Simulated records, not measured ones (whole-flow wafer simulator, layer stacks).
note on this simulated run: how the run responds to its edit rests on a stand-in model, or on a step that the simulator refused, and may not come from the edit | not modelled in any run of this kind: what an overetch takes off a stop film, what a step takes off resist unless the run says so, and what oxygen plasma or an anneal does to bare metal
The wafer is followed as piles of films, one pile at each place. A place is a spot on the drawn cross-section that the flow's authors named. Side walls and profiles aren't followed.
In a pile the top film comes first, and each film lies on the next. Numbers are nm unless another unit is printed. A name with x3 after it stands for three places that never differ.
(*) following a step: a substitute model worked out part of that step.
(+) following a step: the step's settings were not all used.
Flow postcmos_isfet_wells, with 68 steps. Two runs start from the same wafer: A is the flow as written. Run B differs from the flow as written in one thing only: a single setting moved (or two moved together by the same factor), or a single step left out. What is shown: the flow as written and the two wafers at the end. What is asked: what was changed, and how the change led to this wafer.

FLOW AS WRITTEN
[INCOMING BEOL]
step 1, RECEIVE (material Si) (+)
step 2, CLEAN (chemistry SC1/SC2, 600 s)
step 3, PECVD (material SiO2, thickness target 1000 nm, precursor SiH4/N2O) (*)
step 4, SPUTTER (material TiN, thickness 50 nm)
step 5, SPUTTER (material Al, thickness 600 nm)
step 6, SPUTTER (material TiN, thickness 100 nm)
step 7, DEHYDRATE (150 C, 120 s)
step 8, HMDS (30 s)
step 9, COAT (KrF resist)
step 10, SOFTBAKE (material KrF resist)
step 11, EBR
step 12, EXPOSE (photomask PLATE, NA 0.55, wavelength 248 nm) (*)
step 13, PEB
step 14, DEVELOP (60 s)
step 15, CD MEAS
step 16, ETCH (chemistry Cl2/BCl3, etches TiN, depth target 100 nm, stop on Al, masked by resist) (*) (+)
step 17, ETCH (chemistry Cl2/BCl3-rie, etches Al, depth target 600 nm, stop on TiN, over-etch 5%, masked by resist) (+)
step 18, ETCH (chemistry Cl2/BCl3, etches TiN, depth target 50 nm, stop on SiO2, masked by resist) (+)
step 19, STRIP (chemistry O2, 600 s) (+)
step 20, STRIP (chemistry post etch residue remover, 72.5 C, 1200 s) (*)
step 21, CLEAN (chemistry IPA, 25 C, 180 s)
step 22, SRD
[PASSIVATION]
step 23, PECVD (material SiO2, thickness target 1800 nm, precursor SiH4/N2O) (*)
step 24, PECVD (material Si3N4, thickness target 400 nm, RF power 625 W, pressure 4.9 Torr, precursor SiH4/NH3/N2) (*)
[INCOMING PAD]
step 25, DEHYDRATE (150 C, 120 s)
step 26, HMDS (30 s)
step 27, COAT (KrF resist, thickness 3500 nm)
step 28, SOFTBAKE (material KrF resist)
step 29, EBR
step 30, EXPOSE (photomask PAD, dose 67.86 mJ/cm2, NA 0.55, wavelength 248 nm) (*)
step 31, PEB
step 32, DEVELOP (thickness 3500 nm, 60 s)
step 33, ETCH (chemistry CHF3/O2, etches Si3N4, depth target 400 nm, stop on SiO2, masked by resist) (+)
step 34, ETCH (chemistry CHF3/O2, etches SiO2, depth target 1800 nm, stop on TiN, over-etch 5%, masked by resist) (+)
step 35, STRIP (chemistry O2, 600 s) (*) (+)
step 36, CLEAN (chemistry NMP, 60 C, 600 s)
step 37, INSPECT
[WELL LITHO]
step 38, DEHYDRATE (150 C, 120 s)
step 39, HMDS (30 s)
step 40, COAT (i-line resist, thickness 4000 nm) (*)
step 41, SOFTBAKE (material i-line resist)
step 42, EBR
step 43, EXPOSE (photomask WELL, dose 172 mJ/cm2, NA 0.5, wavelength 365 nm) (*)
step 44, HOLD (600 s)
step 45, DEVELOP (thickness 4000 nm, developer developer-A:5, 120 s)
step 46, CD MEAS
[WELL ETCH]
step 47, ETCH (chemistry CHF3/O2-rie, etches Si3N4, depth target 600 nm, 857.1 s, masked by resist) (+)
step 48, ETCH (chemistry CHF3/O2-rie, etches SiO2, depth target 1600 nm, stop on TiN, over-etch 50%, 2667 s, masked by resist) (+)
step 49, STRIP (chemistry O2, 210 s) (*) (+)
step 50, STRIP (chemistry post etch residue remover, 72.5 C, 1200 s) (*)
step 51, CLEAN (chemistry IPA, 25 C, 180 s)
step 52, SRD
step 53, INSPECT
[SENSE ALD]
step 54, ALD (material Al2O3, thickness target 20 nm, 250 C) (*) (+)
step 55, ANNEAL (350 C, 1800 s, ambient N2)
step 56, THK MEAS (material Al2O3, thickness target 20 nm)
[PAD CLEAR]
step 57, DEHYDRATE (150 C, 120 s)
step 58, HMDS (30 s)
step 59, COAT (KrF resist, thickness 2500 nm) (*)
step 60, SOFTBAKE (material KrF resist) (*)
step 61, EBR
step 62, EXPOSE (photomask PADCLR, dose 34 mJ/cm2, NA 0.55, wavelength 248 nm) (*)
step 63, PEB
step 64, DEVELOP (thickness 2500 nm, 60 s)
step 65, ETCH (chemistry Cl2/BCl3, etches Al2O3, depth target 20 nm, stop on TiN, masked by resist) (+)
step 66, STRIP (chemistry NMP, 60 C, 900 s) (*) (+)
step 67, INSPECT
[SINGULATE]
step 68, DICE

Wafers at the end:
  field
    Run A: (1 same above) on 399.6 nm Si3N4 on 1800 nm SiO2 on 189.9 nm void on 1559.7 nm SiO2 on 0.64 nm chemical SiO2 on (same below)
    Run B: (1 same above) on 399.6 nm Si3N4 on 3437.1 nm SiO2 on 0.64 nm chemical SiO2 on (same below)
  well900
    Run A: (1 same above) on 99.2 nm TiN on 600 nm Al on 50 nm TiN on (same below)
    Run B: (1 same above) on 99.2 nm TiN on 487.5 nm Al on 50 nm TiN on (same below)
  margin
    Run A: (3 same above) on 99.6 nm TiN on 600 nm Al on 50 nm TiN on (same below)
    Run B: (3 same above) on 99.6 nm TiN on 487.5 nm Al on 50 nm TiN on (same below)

The reason: step 5, SPUTTER: thickness 487.5 nm was run, whereas the flow has thickness 600 nm.
The wafer itself shows it: well900 has Al 487.5, and step 5 as written asks for 600 nm.

The path from the change to this, step by step:
  step 5, SPUTTER (material Al, thickness 600 nm)
      field, margin, well900, well1300 x3, pad_rim, pad_clr, pad_open: A +600 Al (new film) | B +487.5 Al (new film)
  step 17, ETCH (chemistry Cl2/BCl3-rie, etches Al, depth target 600 nm, stop on TiN, over-etch 5%, masked by resist) (+)
      margin, well900, well1300 x3, pad_rim, pad_clr, pad_open: A -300 KrF resist | B -255.9 KrF resist
      field: A -600 Al (all of it) | B -487.5 Al (all of it)
  step 19, STRIP (chemistry O2, 600 s) (+)
      margin, well900, well1300 x3, pad_rim, pad_clr, pad_open: A -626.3 KrF resist (all of it) | B -670.3 KrF resist (all of it)
  step 23, PECVD (material SiO2, thickness target 1800 nm, precursor SiH4/N2O) (*)
      field: A +1800 SiO2 (new film), +189.9 void (new film), +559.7 SiO2 | B +2437.1 SiO2
